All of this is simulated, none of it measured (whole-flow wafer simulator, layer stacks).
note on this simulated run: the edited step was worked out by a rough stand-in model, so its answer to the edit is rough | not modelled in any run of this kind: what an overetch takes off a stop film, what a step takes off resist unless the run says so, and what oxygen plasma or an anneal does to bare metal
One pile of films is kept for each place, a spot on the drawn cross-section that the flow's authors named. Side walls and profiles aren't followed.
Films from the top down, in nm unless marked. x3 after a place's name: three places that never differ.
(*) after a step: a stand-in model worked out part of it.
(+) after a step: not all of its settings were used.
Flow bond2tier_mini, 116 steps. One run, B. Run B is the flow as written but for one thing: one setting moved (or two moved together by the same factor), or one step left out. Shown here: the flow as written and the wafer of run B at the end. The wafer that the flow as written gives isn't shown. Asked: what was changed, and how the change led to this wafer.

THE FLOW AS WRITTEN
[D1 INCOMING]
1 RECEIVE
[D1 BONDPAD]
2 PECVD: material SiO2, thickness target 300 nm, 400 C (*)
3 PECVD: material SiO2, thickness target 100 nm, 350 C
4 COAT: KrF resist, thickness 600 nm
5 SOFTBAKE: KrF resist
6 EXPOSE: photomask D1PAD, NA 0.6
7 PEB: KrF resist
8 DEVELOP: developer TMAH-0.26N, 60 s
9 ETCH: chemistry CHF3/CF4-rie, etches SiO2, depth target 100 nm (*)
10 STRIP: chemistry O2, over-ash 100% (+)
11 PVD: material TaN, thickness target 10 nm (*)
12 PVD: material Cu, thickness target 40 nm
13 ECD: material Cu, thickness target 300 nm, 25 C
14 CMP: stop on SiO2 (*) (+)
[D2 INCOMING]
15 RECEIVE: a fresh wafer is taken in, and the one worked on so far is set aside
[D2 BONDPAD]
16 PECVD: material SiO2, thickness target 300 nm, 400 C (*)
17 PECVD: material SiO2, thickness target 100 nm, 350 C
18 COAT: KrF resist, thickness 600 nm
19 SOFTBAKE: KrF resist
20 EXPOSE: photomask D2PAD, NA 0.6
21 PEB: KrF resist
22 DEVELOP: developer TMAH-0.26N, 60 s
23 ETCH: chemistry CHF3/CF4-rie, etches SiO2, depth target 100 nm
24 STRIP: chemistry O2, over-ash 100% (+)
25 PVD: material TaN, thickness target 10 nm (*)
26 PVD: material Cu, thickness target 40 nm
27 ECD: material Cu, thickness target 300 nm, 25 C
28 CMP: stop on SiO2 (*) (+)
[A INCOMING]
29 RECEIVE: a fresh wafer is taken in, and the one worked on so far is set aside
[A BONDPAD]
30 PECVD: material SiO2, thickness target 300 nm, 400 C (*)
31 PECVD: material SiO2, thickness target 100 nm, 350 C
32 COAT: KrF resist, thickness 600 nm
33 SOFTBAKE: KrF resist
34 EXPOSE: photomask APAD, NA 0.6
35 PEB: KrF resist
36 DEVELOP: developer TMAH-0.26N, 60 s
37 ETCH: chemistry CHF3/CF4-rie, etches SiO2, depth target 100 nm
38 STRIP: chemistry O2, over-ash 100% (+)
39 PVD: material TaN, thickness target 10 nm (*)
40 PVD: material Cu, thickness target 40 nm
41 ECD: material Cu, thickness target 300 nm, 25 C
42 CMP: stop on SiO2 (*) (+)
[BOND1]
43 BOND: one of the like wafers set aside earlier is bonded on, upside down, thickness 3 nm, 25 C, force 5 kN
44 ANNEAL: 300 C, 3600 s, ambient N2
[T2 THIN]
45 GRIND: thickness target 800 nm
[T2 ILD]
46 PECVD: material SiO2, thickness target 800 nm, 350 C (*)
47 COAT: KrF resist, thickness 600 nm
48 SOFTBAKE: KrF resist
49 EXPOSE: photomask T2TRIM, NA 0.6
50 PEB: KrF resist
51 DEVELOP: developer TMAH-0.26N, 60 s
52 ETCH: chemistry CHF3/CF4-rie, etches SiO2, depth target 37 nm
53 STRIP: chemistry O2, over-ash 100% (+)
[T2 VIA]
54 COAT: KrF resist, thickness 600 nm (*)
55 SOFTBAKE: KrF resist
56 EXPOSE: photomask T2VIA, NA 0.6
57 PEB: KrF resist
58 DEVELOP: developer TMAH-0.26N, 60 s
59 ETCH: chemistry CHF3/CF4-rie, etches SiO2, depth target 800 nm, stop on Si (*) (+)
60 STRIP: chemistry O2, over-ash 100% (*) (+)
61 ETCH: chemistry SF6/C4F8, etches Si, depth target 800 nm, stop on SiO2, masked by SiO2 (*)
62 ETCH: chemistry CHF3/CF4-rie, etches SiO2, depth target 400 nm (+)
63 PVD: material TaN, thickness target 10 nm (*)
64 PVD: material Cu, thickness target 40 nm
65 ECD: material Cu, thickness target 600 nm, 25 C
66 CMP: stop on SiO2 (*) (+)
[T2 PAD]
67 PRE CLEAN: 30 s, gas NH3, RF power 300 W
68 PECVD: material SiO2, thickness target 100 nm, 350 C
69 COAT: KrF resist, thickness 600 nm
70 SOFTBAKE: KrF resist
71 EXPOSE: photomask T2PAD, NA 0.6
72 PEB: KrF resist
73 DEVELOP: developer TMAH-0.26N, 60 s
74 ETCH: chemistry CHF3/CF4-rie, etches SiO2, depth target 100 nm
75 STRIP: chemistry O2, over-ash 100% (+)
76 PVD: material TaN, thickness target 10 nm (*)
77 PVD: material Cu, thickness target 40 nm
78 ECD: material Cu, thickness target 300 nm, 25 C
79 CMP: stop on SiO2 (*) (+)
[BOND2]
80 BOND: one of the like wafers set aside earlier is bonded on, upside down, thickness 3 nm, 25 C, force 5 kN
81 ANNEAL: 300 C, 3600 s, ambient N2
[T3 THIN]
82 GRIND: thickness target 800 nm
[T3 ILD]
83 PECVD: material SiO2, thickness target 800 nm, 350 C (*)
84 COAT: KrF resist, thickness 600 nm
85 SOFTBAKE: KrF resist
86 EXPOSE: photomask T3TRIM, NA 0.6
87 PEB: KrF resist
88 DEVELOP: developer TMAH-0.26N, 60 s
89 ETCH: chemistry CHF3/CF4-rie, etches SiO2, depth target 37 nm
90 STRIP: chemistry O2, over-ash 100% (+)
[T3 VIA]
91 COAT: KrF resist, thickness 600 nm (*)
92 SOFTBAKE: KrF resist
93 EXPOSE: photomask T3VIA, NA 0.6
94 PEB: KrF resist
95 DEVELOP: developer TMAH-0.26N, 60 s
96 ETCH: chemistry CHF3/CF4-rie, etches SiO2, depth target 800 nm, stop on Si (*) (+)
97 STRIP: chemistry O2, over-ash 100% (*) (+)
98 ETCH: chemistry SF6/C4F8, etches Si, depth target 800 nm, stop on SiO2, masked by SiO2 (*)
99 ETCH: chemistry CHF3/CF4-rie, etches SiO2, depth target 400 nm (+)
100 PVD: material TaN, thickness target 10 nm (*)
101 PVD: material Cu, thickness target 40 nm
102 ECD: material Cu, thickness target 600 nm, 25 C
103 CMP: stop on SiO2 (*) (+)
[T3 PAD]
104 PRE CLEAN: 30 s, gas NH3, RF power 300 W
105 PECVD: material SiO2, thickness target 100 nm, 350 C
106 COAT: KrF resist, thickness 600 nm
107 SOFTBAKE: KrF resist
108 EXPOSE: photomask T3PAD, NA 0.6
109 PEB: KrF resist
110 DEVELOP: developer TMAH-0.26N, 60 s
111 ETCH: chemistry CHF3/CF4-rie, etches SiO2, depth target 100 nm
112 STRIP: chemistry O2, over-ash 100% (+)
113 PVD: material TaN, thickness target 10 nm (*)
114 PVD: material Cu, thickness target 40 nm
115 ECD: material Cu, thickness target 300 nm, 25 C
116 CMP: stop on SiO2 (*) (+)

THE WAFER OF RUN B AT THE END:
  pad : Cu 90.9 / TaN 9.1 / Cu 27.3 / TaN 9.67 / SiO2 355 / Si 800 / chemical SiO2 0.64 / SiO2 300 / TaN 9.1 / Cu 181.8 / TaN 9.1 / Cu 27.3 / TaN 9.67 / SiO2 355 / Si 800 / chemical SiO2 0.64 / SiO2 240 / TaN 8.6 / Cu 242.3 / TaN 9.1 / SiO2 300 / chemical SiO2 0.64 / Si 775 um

The cause: step 9, ETCH: depth target 160 nm was run, where the flow has depth target 100 nm.

How the change led to this, step by step:
  9 ETCH: chemistry CHF3/CF4-rie, etches SiO2, depth target 100 nm (*)
      pad, via: SiO2 -160 (as written it would be: SiO2 -100)
      field: KrF resist -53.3 (as written it would be: KrF resist -33.3)
  10 STRIP: chemistry O2, over-ash 100% (+)
      field: KrF resist -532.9 (all of it) (as written it would be: KrF resist -552.9 (all of it))
  12 PVD: material Cu, thickness target 40 nm
      pad: Cu +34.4 (new film) (as written it would be: Cu +36.4 (new film))
  13 ECD: material Cu, thickness target 300 nm, 25 C
      pad: Cu +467 (as written it would be: Cu +404.5)
      via: Cu +460.6 (as written it would be: Cu +400.2)
  43 BOND: one of the like wafers set aside earlier is bonded on, upside down, thickness 3 nm, 25 C, force 5 kN
      pad: Si +775 um (new film), chemical SiO2 +0.64 (new film), SiO2 +240 (new film), TaN +8.6 (new film), Cu +151.4 (as written it would be: Si +775 um (new film), chemical SiO2 +0.64 (new film), SiO2 +300 (new film), TaN +9.1 (new film), Cu +90.9)
      via: Si +775 um (new film), chemical SiO2 +0.64 (new film), SiO2 +240 (new film), TaN +9.89 (new film), Cu +150.1 (as written it would be: Si +775 um (new film), chemical SiO2 +0.64 (new film), SiO2 +300 (new film), TaN +9.97 (new film), Cu +90)
